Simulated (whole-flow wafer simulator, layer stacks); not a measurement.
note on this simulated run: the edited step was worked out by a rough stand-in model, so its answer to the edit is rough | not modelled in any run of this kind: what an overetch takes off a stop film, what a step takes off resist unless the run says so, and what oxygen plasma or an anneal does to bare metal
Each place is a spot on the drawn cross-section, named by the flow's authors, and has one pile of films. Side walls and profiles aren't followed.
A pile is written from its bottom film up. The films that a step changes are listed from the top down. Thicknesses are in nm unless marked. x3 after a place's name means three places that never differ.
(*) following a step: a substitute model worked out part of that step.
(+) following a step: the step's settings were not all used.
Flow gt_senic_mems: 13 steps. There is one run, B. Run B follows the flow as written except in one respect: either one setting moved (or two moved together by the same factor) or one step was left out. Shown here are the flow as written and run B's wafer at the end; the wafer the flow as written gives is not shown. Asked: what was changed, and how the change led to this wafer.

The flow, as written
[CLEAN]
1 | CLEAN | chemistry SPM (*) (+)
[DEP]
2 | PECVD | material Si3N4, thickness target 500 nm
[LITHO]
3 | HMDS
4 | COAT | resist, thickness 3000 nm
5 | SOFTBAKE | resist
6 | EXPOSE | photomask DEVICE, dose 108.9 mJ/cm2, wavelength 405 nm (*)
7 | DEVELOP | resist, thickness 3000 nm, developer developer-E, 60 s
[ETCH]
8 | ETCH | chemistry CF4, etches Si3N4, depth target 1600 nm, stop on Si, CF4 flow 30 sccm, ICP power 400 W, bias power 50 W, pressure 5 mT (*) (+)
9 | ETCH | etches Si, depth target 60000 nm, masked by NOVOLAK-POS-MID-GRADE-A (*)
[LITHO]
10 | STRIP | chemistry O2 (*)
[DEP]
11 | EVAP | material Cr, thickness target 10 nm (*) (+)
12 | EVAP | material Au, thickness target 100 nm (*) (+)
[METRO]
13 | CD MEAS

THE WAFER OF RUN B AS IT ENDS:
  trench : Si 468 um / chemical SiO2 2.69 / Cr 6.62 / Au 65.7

What caused this: step 9, ETCH: depth target 57000 nm was run, though the flow has depth target 60000 nm.

The path from the change to this, step by step:
  9 | ETCH | etches Si, depth target 60000 nm, masked by NOVOLAK-POS-MID-GRADE-A (*)
      field: resist loses 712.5 (in the flow as written it would be: resist loses 750)
      trench: Si loses 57 um (in the flow as written it would be: Si loses 60 um)
  10 | STRIP | chemistry O2 (*)
      field: resist loses 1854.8 (all of it) (in the flow as written it would be: resist loses 1817.3 (all of it))
  12 | EVAP | material Au, thickness target 100 nm (*) (+)
      trench: Au gains 65.7 (new film) (in the flow as written it would be: Au gains 64.1 (new film))
